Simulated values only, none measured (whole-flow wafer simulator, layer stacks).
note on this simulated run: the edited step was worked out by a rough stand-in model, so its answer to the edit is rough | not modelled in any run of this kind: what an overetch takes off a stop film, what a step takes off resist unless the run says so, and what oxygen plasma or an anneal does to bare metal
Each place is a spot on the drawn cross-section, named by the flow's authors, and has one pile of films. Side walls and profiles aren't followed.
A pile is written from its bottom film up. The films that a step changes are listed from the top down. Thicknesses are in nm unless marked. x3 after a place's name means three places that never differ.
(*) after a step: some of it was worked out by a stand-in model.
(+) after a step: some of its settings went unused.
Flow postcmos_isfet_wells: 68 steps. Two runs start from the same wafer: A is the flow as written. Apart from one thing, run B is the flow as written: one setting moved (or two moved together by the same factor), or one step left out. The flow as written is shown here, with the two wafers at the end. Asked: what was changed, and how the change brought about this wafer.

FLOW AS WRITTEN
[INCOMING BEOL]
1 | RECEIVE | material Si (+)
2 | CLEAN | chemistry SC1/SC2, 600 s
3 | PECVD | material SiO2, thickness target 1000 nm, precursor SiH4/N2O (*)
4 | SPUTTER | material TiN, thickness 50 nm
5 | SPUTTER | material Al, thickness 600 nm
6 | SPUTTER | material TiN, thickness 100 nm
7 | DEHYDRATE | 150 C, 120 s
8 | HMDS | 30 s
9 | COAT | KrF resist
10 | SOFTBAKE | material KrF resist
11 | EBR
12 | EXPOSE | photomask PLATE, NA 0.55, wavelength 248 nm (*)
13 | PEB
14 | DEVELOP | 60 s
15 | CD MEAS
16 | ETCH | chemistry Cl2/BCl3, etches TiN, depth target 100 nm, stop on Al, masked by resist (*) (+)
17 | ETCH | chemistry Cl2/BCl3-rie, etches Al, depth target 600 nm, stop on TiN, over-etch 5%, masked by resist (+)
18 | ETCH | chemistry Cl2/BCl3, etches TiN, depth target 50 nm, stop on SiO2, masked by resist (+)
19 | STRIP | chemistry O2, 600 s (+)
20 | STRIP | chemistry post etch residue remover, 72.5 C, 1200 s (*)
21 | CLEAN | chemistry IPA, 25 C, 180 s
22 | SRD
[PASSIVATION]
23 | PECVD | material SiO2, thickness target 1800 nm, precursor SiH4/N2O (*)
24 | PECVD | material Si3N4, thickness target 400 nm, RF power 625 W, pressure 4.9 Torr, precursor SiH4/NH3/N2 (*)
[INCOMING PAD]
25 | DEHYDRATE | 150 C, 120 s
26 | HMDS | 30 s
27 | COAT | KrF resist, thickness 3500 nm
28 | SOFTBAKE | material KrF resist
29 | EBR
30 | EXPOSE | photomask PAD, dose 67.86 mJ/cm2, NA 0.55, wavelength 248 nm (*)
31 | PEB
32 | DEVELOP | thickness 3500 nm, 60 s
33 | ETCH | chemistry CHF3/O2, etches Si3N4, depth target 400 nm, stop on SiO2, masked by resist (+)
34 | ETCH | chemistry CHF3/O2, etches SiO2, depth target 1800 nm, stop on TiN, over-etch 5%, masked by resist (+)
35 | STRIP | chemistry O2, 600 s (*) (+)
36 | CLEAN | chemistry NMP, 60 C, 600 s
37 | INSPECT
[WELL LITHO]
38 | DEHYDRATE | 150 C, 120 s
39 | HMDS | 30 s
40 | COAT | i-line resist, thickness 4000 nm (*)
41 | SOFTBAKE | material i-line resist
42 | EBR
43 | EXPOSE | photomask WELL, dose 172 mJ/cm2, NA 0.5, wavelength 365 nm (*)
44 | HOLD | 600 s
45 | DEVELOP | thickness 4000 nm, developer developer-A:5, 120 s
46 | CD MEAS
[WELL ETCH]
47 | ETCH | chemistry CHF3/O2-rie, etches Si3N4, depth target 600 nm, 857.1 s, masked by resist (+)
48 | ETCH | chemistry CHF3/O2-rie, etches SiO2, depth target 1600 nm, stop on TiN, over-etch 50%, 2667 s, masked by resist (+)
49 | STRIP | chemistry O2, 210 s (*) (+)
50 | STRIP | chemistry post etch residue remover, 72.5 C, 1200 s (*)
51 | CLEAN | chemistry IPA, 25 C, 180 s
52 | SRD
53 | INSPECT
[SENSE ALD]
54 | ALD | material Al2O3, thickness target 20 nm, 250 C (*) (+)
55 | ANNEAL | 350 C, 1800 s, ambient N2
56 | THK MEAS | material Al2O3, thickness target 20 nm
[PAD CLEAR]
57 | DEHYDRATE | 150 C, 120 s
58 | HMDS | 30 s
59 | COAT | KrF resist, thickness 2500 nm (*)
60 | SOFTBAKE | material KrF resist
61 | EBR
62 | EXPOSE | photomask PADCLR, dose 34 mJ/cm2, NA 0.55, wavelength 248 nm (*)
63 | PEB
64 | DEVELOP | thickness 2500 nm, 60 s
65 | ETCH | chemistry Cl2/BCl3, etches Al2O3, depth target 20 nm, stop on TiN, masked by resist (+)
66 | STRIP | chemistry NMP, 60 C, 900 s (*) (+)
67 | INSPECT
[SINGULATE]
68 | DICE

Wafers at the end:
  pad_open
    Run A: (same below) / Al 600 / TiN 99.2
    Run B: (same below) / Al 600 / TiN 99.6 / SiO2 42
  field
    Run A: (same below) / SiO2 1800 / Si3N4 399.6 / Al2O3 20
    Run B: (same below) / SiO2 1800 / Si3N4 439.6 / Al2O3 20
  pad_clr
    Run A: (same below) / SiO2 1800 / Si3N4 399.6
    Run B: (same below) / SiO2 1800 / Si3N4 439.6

Cause: step 24, PECVD: thickness target 440 nm was run, whereas the flow has thickness target 400 nm.

How this came from the change, step by step:
  24 | PECVD | material Si3N4, thickness target 400 nm, RF power 625 W, pressure 4.9 Torr, precursor SiH4/NH3/N2 (*)
      field, margin, well900, well1300 x3, pad_rim, pad_clr, pad_open: A +400 Si3N4 (new film) | B +440 Si3N4 (new film)
  33 | ETCH | chemistry CHF3/O2, etches Si3N4, depth target 400 nm, stop on SiO2, masked by resist (+)
      pad_open: A -400 Si3N4 (all of it) | B -400 Si3N4
  34 | ETCH | chemistry CHF3/O2, etches SiO2, depth target 1800 nm, stop on TiN, over-etch 5%, masked by resist (+)
      pad_open: A -1800 SiO2 (all of it) | B -40 Si3N4 (all of it), -1758 SiO2
  47 | ETCH | chemistry CHF3/O2-rie, etches Si3N4, depth target 600 nm, 857.1 s, masked by resist (+)
      well900, well1300 x3: A -400 Si3N4 (all of it), -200 SiO2 | B -440 Si3N4 (all of it), -160 SiO2
  48 | ETCH | chemistry CHF3/O2-rie, etches SiO2, depth target 1600 nm, stop on TiN, over-etch 50%, 2667 s, masked by resist (+)
      well900, well1300 x3: A -1600 SiO2 (all of it) | B -1640 SiO2 (all of it)
